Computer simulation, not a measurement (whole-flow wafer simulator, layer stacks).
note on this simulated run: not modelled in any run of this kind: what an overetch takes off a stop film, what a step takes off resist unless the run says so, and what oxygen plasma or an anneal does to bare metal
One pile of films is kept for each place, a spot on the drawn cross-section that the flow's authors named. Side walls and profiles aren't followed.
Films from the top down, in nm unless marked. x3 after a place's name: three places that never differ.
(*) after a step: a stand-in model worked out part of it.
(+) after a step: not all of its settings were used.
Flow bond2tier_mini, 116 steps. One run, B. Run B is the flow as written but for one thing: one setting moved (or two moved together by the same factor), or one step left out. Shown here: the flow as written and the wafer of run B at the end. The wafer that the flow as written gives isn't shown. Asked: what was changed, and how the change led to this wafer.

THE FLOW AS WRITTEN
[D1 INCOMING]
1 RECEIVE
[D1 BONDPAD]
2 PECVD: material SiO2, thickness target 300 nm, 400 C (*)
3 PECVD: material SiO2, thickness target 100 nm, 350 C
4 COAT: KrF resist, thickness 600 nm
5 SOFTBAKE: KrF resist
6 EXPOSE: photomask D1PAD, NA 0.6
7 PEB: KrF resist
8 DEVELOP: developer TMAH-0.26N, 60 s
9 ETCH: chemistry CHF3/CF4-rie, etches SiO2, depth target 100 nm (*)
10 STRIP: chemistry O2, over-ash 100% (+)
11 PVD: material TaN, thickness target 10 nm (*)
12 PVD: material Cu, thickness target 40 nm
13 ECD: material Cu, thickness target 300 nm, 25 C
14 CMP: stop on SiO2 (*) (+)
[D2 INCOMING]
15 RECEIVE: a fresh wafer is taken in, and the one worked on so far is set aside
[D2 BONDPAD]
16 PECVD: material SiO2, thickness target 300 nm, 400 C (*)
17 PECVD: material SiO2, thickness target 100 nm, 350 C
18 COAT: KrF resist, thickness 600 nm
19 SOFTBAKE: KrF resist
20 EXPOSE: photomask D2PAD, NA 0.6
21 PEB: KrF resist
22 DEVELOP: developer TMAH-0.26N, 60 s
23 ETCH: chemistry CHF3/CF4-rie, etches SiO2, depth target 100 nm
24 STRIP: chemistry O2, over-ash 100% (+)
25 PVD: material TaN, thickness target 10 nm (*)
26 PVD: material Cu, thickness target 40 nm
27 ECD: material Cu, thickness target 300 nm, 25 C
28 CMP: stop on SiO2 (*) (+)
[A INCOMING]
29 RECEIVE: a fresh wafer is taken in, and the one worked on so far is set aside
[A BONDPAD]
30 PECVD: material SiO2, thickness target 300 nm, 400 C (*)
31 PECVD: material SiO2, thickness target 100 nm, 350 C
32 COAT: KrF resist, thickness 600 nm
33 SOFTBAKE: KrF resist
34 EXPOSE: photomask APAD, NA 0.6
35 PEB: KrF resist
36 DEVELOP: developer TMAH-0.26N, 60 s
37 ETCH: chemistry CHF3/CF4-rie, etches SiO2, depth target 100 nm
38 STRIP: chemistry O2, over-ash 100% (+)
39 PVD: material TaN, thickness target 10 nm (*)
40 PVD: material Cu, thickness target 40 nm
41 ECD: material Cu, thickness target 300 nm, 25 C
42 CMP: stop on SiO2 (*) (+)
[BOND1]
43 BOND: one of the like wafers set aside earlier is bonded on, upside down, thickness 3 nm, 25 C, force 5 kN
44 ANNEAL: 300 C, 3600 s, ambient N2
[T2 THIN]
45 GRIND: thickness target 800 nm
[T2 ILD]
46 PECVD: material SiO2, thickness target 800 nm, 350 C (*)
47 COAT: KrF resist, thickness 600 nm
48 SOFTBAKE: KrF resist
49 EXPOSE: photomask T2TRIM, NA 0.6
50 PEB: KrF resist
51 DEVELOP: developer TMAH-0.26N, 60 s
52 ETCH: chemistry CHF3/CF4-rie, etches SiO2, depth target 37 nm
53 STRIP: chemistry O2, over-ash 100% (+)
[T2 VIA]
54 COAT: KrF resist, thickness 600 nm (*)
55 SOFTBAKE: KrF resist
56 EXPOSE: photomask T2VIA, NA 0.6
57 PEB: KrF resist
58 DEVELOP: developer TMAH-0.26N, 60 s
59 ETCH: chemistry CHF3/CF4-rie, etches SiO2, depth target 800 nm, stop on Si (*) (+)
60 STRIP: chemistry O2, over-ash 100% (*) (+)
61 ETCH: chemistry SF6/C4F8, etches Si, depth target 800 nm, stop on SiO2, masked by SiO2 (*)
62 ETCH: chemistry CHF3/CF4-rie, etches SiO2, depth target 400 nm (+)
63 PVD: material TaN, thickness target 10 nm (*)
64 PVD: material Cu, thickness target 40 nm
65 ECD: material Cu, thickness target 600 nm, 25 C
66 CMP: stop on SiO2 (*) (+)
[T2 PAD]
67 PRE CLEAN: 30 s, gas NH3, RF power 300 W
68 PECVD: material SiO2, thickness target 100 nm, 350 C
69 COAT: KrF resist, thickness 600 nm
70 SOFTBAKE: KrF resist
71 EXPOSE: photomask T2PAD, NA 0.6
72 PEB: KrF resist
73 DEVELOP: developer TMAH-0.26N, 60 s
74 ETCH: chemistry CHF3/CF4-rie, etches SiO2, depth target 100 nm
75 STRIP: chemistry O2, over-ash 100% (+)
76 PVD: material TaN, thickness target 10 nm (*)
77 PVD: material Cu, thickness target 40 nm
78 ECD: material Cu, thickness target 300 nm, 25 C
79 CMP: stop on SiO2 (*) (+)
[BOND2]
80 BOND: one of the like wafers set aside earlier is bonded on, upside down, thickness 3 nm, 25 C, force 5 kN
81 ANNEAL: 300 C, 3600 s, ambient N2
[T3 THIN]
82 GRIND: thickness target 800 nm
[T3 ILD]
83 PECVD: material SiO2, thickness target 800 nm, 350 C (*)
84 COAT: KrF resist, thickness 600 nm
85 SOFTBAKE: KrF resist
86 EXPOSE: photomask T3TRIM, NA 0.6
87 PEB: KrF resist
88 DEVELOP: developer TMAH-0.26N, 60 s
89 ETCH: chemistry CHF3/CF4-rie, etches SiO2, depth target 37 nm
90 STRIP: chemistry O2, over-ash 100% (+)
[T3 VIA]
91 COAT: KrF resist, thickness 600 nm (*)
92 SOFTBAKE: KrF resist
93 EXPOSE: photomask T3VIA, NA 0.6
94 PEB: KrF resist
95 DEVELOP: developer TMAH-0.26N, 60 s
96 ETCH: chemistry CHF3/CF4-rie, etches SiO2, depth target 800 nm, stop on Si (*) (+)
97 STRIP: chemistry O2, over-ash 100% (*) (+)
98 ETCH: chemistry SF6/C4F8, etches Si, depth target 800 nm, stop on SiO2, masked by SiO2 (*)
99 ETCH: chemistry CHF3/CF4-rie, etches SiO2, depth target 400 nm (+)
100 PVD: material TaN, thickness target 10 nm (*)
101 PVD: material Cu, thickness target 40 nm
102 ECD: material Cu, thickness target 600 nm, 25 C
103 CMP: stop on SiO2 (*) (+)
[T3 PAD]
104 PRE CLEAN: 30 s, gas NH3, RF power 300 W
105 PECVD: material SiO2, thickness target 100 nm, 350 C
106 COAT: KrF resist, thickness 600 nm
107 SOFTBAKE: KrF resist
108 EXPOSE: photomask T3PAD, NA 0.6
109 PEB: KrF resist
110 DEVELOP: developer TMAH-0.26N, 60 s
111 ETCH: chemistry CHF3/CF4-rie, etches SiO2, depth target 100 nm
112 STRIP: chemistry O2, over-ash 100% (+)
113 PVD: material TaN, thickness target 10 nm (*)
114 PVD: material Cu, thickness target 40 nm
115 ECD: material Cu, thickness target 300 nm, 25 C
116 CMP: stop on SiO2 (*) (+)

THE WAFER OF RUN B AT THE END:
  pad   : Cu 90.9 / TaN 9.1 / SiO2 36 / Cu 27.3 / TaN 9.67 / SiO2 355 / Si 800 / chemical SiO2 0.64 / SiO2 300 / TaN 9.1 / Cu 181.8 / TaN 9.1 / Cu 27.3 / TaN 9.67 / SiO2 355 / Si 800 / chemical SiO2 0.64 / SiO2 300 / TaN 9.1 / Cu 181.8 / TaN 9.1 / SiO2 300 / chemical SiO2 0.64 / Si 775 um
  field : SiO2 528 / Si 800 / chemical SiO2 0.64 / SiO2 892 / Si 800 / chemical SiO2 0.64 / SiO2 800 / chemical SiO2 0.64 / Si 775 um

The cause: step 105, PECVD: thickness target 136 nm was run, where the flow has thickness target 100 nm.

How the change led to this, step by step:
  105 PECVD: material SiO2, thickness target 100 nm, 350 C
      field: SiO2 +136 (as written it would be: SiO2 +100)
      pad: SiO2 +136 (new film) (as written it would be: SiO2 +100 (new film))
  111 ETCH: chemistry CHF3/CF4-rie, etches SiO2, depth target 100 nm
      pad: SiO2 -100 (as written it would be: SiO2 -100 (all of it))
Counting metal films that touch as one body, pad has 4 bodies (between them, from the top down: SiO2 36; SiO2 355 / Si 800 / chemical SiO2 0.64 / SiO2 300; SiO2 355 / Si 800 / chemical SiO2 0.64 / SiO2 300); the flow as written gives 3 bodies (between them, from the top down: SiO2 355 / Si 800 / chemical SiO2 0.64 / SiO2 300; SiO2 355 / Si 800 / chemical SiO2 0.64 / SiO2 300).
